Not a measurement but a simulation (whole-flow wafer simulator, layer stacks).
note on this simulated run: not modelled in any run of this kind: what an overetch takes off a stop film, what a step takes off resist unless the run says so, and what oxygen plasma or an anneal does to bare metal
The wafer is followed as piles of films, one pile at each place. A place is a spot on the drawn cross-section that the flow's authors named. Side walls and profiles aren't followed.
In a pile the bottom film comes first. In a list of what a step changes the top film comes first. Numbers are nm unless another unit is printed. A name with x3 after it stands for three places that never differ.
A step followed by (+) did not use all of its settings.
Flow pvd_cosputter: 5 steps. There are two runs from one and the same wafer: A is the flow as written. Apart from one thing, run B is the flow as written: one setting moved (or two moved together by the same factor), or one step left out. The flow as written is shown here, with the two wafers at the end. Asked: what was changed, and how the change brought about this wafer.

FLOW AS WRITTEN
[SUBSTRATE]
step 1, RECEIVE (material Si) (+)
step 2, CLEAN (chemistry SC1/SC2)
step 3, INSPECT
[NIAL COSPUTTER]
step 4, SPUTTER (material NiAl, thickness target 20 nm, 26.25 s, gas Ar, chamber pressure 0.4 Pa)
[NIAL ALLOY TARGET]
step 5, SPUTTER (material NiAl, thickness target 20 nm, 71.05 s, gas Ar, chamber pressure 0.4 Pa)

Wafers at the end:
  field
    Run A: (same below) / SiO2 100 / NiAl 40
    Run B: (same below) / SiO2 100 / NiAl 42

What caused this: step 5, SPUTTER: thickness target 22 nm was run, though the flow has thickness target 20 nm; step 5, SPUTTER: 78.16 s was run, where the flow has 71.05 s.

How this came from the change, step by step:
  step 5, SPUTTER (material NiAl, thickness target 20 nm, 71.05 s, gas Ar, chamber pressure 0.4 Pa)
      field: A +20 NiAl | B +22 NiAl
